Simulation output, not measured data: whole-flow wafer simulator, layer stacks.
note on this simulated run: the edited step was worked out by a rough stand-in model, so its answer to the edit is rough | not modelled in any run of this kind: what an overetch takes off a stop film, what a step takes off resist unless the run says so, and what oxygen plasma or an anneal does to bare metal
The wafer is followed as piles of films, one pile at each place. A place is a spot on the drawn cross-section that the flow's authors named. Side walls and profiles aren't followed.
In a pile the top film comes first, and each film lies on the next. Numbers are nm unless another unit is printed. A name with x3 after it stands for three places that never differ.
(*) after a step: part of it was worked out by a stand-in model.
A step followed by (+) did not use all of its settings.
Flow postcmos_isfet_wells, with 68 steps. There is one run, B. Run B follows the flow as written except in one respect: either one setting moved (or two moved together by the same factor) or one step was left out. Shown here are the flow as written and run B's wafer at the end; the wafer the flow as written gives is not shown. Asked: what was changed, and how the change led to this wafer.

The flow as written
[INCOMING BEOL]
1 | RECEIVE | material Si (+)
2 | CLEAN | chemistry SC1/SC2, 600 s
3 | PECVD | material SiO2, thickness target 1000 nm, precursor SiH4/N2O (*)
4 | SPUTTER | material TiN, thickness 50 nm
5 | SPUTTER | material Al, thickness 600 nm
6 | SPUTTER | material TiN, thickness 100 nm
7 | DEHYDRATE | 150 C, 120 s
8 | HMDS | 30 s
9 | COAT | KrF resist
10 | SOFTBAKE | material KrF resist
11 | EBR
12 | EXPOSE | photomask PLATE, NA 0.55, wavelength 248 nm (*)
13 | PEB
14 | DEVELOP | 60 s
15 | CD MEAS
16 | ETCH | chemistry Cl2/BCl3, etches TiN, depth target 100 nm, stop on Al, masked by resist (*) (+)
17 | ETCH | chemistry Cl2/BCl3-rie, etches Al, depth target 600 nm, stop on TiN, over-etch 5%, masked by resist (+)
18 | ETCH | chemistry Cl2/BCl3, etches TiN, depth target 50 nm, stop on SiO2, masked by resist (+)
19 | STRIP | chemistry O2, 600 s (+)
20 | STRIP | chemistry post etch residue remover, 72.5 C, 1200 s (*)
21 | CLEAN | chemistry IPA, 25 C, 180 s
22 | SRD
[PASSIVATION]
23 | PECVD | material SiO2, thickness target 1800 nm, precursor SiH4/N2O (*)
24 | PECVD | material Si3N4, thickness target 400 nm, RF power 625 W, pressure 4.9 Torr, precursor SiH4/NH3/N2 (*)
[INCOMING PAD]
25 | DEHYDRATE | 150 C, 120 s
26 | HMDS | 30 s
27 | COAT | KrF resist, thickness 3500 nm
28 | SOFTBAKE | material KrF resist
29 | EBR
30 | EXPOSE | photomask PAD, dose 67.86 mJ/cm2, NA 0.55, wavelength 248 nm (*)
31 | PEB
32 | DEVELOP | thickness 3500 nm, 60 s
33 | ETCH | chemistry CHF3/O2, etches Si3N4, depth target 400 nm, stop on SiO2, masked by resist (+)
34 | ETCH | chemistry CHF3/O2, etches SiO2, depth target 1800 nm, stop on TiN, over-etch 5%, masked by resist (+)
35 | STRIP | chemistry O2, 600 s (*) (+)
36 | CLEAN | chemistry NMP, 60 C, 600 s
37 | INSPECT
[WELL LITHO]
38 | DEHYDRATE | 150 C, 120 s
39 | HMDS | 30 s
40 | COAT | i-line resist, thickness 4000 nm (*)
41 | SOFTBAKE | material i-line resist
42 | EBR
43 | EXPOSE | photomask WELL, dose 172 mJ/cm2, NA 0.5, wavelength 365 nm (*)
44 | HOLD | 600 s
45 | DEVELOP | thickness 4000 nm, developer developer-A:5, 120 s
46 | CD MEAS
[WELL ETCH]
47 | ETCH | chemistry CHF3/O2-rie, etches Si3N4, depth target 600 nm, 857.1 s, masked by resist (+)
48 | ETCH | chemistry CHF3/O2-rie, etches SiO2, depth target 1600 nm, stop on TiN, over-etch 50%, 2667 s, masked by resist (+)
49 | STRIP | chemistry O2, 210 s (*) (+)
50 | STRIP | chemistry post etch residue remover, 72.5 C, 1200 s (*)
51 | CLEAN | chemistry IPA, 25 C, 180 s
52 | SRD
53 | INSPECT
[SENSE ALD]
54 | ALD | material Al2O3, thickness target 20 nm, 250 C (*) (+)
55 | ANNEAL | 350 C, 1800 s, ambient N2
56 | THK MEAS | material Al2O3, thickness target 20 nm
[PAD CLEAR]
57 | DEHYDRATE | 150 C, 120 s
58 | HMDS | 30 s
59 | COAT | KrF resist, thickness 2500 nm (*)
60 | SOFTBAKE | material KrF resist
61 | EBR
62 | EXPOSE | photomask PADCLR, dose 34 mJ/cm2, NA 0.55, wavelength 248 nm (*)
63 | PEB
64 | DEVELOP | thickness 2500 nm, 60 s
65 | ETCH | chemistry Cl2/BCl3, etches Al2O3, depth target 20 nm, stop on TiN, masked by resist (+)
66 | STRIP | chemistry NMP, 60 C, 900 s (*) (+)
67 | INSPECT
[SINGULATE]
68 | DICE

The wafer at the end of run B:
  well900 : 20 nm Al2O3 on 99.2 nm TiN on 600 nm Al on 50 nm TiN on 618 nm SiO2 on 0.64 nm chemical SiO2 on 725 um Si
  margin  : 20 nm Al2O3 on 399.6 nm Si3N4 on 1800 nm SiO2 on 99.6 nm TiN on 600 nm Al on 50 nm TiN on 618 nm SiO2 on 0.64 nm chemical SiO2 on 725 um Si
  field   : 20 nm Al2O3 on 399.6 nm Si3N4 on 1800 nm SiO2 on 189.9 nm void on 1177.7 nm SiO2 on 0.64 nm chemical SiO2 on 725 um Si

What caused this: step 3, PECVD: thickness target 618 nm was run, while the flow as written has thickness target 1000 nm.
One can read it off the wafer: well900 has SiO2 618, and step 3 as written asks for 1000 nm.

The path from the change to this, step by step:
  3 | PECVD | material SiO2, thickness target 1000 nm, precursor SiH4/N2O (*)
      field, margin, well900, well1300 x3, pad_rim, pad_clr, pad_open: SiO2 gains 618 (new film) (as written it would have been: SiO2 gains 1000 (new film))
